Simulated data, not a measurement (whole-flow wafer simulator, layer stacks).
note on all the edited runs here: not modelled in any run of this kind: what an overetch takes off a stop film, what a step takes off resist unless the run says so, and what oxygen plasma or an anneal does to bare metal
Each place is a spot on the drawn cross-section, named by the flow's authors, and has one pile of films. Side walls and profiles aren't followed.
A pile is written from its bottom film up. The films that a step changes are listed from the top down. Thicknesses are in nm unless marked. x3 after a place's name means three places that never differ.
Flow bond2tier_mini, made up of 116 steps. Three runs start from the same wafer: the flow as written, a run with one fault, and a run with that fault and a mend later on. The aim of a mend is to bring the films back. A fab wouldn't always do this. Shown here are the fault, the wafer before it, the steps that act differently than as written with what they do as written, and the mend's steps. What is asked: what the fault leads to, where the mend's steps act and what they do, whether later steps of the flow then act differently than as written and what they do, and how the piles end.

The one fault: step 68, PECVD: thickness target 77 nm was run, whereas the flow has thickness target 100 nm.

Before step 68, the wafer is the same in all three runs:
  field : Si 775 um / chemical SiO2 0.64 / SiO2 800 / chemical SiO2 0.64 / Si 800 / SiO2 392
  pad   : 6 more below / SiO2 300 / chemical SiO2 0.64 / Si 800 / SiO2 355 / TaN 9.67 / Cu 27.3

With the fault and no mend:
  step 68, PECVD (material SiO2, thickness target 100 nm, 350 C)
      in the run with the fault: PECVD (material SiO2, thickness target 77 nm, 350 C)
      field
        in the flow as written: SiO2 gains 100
        in the run with the fault: SiO2 gains 77
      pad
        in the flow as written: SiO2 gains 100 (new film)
        in the run with the fault: SiO2 gains 77 (new film)
  Steps further on in the flow that do not act as written (not shown: 1 more step that differs only slightly, by at most 2% or 0.5 nm, whichever is larger):
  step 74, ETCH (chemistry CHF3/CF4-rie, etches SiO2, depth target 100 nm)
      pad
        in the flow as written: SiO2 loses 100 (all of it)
        in the run with the fault: SiO2 loses 77 (all of it), Cu loses 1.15
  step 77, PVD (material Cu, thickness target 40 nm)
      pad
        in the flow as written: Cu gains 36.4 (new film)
        in the run with the fault: Cu gains 37.2 (new film)
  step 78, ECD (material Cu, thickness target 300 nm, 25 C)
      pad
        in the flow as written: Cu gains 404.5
        in the run with the fault: Cu gains 381.6
  The piles end different from the flow's at field, pad by more than 2% or 0.5 nm, whichever is larger.
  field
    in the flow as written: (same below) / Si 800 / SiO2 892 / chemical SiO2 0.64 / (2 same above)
    in the run with the fault: (same below) / Si 800 / SiO2 869 / chemical SiO2 0.64 / (2 same above)
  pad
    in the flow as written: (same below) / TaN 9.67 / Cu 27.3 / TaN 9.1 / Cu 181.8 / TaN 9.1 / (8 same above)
    in the run with the fault: (same below) / TaN 9.67 / Cu 26.2 / TaN 9.34 / Cu 159.7 / TaN 9.1 / (8 same above)

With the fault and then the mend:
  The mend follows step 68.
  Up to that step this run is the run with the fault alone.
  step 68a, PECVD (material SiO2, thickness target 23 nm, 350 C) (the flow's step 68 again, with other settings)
      field, pad
        SiO2 gains 23
  Every later step of the flow that is run acts as written at every place that is followed.
  The piles end the same as the flow's at every place that both follow.
